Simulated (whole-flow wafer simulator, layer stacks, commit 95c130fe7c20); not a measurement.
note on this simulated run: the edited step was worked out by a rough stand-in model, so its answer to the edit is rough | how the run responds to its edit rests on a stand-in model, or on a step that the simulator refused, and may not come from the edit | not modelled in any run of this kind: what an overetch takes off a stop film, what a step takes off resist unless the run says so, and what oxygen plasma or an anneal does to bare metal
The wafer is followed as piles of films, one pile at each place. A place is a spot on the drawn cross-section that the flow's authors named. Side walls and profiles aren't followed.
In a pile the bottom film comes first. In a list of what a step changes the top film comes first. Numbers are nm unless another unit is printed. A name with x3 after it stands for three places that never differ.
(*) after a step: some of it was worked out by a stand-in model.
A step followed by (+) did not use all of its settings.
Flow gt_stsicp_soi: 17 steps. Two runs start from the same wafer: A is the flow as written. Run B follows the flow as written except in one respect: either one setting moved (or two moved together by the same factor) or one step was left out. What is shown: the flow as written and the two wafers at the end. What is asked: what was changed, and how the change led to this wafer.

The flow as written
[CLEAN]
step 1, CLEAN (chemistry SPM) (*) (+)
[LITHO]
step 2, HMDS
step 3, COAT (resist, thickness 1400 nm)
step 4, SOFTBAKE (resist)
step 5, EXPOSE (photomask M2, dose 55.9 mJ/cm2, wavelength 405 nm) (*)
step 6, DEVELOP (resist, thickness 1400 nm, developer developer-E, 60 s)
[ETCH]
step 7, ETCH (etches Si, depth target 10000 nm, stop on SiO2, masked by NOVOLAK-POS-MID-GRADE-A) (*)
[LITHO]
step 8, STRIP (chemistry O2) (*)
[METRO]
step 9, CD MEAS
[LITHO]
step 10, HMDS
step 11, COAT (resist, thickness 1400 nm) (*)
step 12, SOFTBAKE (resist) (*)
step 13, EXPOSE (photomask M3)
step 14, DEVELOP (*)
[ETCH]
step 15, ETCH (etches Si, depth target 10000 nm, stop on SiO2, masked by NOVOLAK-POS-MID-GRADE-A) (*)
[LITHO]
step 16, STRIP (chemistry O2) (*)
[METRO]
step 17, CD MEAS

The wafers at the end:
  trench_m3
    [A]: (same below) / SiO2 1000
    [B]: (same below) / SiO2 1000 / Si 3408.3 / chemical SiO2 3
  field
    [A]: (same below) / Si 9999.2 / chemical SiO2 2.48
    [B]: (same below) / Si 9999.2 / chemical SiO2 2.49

Cause: step 15, ETCH: depth target 6590 nm was run, while the flow as written has depth target 10000 nm.

The path from the change to this, step by step:
  step 15, ETCH (etches Si, depth target 10000 nm, stop on SiO2, masked by NOVOLAK-POS-MID-GRADE-A) (*)
      trench_m3: A -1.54 chemical SiO2 (all of it), -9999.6 Si (all of it) | B -1.54 chemical SiO2 (all of it), -6590 Si
      field, trench_m2: A -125 resist | B -82.4 resist
  step 16, STRIP (chemistry O2) (*)
      trench_m3: A nothing | B +3 chemical SiO2 (new film), -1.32 Si
      field: A -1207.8 resist (all of it), +0.94 chemical SiO2, -0.41 Si | B -1250.4 resist (all of it), +0.94 chemical SiO2, -0.42 Si
